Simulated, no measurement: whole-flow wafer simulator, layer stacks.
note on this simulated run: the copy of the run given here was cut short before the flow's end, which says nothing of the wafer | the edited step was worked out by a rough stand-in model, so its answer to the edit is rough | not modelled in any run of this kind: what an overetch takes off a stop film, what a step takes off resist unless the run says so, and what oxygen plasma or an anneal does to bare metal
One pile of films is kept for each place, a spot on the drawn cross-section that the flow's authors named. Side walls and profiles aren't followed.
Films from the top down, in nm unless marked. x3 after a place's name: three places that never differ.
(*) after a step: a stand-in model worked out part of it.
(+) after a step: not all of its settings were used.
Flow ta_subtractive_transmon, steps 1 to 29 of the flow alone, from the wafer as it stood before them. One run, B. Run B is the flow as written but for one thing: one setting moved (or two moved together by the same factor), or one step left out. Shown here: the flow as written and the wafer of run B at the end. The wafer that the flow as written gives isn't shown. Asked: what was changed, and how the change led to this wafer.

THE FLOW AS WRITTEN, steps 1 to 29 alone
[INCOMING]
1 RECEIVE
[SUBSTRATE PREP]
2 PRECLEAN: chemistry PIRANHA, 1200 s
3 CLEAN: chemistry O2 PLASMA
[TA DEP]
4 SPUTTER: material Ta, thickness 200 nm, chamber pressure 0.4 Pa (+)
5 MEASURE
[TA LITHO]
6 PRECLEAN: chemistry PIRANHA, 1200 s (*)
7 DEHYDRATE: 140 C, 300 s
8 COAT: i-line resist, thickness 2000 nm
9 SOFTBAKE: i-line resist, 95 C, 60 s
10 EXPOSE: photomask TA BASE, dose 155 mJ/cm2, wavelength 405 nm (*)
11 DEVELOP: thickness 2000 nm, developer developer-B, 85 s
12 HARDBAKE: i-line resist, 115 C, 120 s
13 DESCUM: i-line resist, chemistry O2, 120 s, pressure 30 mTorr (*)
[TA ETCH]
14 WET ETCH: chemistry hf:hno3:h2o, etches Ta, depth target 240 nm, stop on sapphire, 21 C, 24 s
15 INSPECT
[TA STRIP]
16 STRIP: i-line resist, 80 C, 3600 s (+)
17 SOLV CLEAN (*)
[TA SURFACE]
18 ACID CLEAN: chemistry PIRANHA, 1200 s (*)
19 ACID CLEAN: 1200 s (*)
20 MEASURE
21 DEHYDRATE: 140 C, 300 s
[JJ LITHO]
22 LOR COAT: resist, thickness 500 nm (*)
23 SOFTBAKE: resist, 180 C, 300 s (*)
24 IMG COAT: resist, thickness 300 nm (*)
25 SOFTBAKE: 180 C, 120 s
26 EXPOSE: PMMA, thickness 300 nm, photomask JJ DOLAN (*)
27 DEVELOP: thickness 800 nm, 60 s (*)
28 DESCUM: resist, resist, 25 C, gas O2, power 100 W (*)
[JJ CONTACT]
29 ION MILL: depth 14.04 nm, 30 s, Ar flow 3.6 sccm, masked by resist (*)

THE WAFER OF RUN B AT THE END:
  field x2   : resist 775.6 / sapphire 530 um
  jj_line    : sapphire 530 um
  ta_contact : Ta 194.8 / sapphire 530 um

The cause: step 29, ION MILL: 15.8 s was run, where the flow has 30 s.

How the change led to this, step by step:
  29 ION MILL: depth 14.04 nm, 30 s, Ar flow 3.6 sccm, masked by resist (*)
      field x2, ta_pad: resist -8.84 (as written it would be: resist -16.8)
      jj_line, lead: sapphire -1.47 (as written it would be: sapphire -2.8)
      (and at 1 more place)
